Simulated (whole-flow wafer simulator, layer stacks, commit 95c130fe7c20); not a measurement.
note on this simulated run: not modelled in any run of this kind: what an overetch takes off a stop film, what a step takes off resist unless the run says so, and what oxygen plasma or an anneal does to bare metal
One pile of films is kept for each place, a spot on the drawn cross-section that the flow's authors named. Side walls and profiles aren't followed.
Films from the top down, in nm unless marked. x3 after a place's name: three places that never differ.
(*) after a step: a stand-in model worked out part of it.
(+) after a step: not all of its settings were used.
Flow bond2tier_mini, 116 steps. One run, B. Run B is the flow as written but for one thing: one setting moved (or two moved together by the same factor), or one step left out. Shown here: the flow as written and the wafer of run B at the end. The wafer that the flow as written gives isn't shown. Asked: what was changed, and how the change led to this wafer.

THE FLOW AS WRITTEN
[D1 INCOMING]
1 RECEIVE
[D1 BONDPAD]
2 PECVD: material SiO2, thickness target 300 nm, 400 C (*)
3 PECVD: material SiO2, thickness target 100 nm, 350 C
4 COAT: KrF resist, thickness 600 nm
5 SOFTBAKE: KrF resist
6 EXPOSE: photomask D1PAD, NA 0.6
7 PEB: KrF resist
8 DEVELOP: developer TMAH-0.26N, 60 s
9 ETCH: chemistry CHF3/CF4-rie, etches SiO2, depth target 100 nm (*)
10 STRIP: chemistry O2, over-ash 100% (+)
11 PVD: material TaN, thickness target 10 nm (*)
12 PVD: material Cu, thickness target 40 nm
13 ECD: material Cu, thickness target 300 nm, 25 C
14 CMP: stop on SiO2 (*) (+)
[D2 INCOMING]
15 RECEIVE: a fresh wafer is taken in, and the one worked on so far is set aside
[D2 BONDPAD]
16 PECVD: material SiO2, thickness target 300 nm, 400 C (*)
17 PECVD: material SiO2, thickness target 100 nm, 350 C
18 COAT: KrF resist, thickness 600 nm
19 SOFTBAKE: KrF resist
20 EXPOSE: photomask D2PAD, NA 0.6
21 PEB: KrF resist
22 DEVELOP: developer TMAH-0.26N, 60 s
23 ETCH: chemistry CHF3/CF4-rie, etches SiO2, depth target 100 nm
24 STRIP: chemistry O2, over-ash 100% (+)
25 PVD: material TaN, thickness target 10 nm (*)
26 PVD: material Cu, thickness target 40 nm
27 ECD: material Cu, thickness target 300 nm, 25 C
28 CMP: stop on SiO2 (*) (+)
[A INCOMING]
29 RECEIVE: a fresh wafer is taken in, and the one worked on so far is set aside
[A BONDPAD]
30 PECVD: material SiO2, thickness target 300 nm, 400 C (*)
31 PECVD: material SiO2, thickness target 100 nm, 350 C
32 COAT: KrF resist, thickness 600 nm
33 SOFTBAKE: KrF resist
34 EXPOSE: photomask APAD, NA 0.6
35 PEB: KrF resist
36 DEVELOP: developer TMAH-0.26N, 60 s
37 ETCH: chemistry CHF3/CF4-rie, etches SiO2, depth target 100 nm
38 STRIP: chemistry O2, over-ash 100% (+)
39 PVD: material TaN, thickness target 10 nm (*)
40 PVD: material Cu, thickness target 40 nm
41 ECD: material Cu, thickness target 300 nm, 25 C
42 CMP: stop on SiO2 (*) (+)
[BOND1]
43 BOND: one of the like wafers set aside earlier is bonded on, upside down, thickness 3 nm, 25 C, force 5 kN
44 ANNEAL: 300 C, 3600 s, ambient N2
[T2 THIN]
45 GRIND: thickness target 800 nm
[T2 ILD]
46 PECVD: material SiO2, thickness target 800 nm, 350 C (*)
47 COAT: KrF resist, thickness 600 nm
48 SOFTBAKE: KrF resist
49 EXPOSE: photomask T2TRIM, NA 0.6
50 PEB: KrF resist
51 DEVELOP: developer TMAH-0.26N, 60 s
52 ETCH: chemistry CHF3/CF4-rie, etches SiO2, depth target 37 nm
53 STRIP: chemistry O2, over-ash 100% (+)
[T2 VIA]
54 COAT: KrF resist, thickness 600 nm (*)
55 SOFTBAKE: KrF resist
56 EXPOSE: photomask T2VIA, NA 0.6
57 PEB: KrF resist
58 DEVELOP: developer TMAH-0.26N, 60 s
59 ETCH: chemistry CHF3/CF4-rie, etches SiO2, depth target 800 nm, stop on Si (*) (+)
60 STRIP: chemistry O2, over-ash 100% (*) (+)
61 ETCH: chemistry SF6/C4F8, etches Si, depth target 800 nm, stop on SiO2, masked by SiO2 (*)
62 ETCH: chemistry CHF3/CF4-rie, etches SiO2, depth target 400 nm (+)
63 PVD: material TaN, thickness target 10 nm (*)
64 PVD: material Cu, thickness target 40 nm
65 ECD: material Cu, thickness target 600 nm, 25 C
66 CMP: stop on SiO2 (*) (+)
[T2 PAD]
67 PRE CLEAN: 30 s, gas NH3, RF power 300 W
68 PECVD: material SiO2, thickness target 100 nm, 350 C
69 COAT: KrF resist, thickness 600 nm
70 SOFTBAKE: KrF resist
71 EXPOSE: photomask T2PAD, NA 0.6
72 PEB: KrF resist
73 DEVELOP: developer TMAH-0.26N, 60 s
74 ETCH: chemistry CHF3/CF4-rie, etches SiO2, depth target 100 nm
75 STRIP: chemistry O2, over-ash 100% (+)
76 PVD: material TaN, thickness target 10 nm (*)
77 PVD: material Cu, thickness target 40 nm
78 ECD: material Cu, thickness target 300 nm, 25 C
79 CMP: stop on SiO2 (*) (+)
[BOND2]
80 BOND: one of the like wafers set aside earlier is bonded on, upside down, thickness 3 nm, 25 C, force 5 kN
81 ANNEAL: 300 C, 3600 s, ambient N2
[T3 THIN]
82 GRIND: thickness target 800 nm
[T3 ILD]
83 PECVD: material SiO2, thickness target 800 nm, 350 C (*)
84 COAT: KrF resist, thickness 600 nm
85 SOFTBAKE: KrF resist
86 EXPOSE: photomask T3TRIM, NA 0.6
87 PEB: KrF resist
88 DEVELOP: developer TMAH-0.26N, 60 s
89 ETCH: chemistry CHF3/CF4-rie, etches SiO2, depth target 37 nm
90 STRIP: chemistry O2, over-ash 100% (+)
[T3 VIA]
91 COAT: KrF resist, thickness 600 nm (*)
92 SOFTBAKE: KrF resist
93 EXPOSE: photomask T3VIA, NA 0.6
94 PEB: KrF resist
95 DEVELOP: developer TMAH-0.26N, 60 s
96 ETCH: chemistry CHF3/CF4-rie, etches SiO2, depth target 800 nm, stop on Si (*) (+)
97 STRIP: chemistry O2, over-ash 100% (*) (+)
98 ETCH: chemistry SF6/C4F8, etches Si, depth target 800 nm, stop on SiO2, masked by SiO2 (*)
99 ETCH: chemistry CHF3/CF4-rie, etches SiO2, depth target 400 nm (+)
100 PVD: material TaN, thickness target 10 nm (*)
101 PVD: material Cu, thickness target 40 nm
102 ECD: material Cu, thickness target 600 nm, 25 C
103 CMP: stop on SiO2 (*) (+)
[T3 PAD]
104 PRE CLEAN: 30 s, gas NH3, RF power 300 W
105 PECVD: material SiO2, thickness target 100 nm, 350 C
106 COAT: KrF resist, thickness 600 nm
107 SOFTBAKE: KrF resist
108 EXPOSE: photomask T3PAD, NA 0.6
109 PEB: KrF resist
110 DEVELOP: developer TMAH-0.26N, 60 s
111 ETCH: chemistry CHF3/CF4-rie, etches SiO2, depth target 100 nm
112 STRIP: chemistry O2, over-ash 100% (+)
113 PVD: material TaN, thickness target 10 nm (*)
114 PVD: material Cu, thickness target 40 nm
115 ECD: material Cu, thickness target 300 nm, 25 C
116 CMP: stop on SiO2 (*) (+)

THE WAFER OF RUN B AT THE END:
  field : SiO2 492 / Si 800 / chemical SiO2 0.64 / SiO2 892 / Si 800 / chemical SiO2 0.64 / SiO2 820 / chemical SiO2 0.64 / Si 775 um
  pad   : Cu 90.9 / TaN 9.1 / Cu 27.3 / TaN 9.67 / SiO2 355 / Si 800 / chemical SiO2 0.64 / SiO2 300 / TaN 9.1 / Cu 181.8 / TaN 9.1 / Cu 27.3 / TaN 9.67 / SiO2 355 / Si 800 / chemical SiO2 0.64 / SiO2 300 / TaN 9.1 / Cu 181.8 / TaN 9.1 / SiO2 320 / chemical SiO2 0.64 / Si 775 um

The cause: step 31, PECVD: thickness target 120 nm was run, where the flow has thickness target 100 nm.

How the change led to this, step by step:
  31 PECVD: material SiO2, thickness target 100 nm, 350 C
      field, pad, via: SiO2 +120 (as written it would be: SiO2 +100)
